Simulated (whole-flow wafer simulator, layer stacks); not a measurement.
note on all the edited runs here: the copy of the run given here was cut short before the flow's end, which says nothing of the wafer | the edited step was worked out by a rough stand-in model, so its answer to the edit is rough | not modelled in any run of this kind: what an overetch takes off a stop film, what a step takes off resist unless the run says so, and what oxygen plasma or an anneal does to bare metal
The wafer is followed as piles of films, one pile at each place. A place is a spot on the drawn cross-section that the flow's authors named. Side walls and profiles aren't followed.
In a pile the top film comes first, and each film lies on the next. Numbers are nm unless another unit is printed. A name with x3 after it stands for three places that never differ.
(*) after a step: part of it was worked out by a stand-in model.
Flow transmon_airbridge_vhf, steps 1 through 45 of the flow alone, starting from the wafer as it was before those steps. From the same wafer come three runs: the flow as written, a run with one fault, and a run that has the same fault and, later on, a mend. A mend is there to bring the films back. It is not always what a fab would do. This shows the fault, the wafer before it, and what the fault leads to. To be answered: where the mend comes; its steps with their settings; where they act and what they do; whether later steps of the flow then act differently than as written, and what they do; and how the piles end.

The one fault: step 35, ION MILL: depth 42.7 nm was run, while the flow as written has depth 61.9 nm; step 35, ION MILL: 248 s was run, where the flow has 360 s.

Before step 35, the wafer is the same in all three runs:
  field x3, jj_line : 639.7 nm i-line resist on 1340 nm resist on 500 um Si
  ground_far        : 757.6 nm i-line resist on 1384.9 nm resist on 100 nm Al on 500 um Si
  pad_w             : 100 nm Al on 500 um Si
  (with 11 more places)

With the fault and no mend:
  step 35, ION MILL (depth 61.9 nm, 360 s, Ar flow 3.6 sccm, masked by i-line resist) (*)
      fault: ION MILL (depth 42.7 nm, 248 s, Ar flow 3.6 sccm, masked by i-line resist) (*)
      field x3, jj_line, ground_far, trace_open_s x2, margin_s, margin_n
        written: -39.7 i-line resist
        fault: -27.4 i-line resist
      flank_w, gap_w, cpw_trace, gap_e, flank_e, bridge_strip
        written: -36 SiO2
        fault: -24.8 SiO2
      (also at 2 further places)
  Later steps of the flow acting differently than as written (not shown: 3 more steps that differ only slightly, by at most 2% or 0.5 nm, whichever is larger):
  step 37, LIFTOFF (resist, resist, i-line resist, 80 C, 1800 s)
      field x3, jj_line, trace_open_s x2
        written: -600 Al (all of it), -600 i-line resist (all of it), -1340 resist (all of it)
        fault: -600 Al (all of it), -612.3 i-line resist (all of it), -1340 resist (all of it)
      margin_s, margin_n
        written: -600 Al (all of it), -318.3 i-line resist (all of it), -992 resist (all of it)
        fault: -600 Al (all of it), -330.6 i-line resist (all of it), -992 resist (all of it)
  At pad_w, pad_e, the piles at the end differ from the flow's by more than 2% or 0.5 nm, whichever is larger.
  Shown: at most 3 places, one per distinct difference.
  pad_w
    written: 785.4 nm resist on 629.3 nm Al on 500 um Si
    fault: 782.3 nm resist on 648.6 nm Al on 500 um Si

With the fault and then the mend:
  The mend stands after step 35.
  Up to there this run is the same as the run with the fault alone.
  step 35a, ION MILL (depth 19.2 nm, 111.7 s, Ar flow 3.6 sccm, masked by i-line resist) (*) (the flow's step 35 again, with other settings)
      field x3, jj_line, ground_far, trace_open_s x2, margin_s, margin_n
        -12.3 i-line resist
      flank_w, gap_w, cpw_trace, gap_e, flank_e, bridge_strip
        -11.2 SiO2
      pad_w, pad_e
        -19.2 Al
  Later steps of the flow that are run all act as written at every place that is followed, up to a difference of at most 2% or 0.5 nm, whichever is larger.
  The piles end only slightly different from the flow's at the places that both follow, by no more than 2% or 0.5 nm, whichever is larger.
